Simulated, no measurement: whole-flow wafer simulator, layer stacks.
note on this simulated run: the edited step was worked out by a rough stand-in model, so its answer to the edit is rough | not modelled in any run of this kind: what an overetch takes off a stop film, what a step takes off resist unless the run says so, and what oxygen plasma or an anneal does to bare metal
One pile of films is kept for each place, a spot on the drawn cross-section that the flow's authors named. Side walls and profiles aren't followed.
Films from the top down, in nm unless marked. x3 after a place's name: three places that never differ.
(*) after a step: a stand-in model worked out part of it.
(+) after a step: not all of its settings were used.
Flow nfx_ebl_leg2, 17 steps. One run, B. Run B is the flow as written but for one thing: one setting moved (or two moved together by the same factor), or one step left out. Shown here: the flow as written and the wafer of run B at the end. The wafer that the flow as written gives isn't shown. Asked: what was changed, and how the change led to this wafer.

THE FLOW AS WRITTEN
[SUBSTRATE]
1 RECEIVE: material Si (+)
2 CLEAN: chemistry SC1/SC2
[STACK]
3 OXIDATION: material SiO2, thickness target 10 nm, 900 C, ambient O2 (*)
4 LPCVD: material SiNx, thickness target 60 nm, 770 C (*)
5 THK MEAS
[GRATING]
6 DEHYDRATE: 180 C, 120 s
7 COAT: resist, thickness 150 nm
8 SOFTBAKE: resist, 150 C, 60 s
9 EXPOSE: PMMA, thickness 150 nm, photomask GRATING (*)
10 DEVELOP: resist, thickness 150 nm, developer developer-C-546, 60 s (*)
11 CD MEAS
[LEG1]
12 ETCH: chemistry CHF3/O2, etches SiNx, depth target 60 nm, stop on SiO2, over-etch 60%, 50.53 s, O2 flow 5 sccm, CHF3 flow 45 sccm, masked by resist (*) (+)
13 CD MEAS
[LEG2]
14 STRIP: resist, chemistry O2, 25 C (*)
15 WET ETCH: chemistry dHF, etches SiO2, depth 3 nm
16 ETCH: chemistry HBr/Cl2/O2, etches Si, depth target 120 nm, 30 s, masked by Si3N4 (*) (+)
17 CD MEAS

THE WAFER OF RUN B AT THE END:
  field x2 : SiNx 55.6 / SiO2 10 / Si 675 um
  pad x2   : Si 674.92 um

The cause: step 16, ETCH: depth target 78 nm was run, where the flow has depth target 120 nm; step 16, ETCH: 19.5 s was run, where the flow has 30 s.

How the change led to this, step by step:
  16 ETCH: chemistry HBr/Cl2/O2, etches Si, depth target 120 nm, 30 s, masked by Si3N4 (*) (+)
      field x2: SiNx -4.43 (as written it would be: SiNx -6.82)
      pad x2: Si -78 (as written it would be: Si -120)
